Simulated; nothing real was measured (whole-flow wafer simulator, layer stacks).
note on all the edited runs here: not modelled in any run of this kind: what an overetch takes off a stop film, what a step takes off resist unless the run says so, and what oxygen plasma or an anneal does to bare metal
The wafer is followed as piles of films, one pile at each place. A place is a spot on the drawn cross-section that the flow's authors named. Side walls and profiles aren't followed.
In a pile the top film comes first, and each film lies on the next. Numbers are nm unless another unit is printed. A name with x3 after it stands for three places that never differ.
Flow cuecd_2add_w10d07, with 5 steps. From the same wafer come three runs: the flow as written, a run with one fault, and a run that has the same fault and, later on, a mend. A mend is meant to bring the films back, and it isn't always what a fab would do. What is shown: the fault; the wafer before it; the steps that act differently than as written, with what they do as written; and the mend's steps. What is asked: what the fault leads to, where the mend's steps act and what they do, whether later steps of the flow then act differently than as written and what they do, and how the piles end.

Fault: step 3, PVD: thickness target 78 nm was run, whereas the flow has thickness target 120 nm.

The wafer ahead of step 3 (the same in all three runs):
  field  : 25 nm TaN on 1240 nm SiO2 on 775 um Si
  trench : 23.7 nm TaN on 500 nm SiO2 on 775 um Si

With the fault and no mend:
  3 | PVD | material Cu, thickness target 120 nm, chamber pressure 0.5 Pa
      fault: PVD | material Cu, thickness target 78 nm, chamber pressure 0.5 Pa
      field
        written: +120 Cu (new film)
        fault: +78 Cu (new film)
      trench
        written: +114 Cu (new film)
        fault: +74 Cu (new film)
  None of the later steps of the flow acts differently than as written at any place that is followed.
  At field, trench, the piles at the end differ from the flow's by more than 2% or 0.5 nm, whichever is larger.
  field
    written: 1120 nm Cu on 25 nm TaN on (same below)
    fault: 1078 nm Cu on 25 nm TaN on (same below)
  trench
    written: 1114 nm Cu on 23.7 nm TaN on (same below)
    fault: 1074 nm Cu on 23.7 nm TaN on (same below)

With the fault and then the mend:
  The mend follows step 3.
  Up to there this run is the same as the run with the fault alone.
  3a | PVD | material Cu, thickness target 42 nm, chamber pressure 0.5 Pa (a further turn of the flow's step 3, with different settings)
      field
        +42 Cu
      trench
        +39.8 Cu
  None of the later steps of the flow acts differently than as written at any place that is followed.
  At the end the piles are close to the flow's at the places that both follow, differing by at most 2% or 0.5 nm, whichever is larger.
